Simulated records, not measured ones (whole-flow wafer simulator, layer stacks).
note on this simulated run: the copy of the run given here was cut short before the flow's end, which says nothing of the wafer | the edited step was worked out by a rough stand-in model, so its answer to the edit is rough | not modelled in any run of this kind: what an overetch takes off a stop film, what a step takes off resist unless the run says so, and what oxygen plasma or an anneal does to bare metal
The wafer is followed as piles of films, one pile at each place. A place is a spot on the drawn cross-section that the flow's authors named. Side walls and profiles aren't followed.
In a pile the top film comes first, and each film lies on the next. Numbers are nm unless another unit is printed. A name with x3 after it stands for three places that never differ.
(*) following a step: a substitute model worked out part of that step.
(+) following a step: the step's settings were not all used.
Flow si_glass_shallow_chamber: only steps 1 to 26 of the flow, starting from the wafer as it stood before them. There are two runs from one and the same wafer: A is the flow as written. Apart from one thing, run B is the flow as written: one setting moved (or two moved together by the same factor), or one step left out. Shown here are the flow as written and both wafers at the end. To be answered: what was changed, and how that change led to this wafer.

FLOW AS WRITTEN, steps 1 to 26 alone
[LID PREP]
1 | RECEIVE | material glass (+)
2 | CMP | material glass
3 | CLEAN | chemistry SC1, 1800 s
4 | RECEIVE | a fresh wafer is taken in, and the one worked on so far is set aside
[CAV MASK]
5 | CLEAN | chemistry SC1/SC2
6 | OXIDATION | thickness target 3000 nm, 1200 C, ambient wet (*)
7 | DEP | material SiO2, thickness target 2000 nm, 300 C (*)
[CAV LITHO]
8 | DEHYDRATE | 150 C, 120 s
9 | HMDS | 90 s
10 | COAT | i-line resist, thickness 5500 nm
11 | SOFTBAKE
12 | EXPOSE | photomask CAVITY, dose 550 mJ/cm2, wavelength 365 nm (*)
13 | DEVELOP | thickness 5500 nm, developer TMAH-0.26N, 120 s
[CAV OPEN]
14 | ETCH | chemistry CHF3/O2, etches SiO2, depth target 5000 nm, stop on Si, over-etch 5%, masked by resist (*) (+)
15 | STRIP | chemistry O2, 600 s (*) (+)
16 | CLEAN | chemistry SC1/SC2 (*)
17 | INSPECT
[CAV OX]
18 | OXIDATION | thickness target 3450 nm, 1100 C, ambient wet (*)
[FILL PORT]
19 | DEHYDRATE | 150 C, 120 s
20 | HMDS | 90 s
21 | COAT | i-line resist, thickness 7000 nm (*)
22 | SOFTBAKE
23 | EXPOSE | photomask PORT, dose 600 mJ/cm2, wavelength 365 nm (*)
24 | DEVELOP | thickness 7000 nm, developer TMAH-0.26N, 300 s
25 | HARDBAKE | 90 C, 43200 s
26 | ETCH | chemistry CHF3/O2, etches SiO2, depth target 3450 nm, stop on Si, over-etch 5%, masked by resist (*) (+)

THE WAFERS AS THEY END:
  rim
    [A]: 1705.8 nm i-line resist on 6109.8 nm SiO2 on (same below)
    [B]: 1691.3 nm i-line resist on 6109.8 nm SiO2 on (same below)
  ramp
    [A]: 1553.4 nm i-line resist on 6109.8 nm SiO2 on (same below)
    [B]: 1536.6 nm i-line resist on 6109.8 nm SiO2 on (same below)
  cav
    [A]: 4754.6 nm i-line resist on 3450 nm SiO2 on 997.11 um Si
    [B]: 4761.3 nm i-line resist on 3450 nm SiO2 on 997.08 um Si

Cause: step 14, ETCH: over-etch 7.94% was run, though the flow has over-etch 5%.

The path from the change to this, step by step:
  14 | ETCH | chemistry CHF3/O2, etches SiO2, depth target 5000 nm, stop on Si, over-etch 5%, masked by resist (*) (+)
      rim, ramp, septum, ring: A -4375 i-line resist | B -4497.5 i-line resist
      cav, port: A -5000 SiO2 (all of it), -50 Si | B -5000 SiO2 (all of it), -79.4 Si
  15 | STRIP | chemistry O2, 600 s (*) (+)
      rim, ramp, septum, ring: A -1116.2 i-line resist (all of it) | B -993.7 i-line resist (all of it)
